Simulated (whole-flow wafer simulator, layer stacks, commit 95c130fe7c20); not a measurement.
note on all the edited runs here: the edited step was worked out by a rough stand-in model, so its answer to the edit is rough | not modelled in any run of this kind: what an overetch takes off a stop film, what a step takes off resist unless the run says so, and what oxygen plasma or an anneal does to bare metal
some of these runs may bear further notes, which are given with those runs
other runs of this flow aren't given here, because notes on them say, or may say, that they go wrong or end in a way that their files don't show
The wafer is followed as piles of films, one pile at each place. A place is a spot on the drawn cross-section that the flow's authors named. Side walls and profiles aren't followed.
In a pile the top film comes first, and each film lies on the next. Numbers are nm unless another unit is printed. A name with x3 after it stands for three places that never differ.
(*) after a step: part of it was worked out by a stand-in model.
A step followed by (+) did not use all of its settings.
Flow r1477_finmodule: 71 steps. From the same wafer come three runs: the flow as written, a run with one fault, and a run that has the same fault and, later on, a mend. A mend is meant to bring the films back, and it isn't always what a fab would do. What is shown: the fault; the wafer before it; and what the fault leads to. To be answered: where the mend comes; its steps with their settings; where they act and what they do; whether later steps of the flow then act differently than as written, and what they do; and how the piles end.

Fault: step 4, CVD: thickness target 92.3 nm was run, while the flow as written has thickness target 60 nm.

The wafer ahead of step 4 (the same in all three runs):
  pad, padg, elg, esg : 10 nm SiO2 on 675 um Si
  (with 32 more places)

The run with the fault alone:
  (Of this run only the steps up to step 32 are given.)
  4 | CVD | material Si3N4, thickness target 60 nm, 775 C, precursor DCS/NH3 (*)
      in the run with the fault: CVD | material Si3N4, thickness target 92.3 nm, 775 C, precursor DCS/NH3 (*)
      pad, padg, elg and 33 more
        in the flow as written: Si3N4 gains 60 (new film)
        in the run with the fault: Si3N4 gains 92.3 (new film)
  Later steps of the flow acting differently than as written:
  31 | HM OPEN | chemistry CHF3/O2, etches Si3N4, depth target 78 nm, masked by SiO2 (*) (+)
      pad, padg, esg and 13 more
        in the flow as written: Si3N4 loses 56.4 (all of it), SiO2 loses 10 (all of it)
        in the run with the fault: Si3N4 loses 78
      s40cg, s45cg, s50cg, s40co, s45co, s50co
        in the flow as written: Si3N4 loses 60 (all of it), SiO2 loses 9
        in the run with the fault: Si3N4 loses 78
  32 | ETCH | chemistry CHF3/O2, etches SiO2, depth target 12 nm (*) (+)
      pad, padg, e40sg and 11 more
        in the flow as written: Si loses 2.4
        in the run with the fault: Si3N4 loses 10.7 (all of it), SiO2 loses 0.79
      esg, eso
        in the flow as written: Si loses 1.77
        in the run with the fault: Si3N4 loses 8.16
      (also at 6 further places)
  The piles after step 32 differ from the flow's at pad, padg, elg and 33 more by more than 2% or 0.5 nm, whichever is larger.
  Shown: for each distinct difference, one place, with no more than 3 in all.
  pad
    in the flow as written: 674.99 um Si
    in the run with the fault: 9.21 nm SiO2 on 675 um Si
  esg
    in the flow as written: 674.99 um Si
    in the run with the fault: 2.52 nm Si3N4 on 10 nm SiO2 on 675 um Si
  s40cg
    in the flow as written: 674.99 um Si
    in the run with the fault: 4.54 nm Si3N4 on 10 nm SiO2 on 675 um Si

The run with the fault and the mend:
  The mend follows step 5.
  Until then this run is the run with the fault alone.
  5a | ETCH | chemistry h3po4, depth target 32.3 nm
      pad, padg, elg and 33 more
        Si3N4 loses 32.3
  None of the later steps of the flow acts differently than as written at any place that is followed.
  The piles end the same as the flow's at every place that both follow.
